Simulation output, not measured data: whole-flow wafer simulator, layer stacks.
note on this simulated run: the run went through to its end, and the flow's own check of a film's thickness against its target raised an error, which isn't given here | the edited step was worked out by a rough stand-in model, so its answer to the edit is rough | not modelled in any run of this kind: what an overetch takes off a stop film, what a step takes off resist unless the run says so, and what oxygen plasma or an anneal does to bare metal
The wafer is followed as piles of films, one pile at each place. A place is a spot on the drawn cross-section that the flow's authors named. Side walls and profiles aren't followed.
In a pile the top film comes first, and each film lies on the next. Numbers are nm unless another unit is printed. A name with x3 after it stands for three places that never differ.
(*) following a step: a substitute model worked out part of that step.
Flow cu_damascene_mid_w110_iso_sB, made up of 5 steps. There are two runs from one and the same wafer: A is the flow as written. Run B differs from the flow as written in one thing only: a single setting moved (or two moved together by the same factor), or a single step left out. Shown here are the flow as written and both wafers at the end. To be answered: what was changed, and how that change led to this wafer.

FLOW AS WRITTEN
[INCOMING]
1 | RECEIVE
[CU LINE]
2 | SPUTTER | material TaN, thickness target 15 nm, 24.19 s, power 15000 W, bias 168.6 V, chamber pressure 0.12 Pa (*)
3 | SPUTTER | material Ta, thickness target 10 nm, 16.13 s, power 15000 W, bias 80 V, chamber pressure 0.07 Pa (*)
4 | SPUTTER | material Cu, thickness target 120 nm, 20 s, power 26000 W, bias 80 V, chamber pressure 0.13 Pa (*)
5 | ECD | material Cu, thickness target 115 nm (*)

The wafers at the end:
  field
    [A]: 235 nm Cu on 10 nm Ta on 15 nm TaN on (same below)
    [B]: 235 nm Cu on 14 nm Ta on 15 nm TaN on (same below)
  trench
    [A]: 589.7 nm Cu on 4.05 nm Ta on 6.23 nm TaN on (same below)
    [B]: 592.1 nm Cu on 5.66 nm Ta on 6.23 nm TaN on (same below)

What caused this: step 3, SPUTTER: thickness target 14 nm was run, though the flow has thickness target 10 nm; step 3, SPUTTER: 22.58 s was run, where the flow has 16.13 s.
The wafer itself shows it: field has Ta 14, and step 3 as written asks for 10 nm.

How this came from the change, step by step:
  3 | SPUTTER | material Ta, thickness target 10 nm, 16.13 s, power 15000 W, bias 80 V, chamber pressure 0.07 Pa (*)
      field: A Ta gains 10 (new film) | B Ta gains 14 (new film)
      trench: A Ta gains 4.05 (new film) | B Ta gains 5.66 (new film)
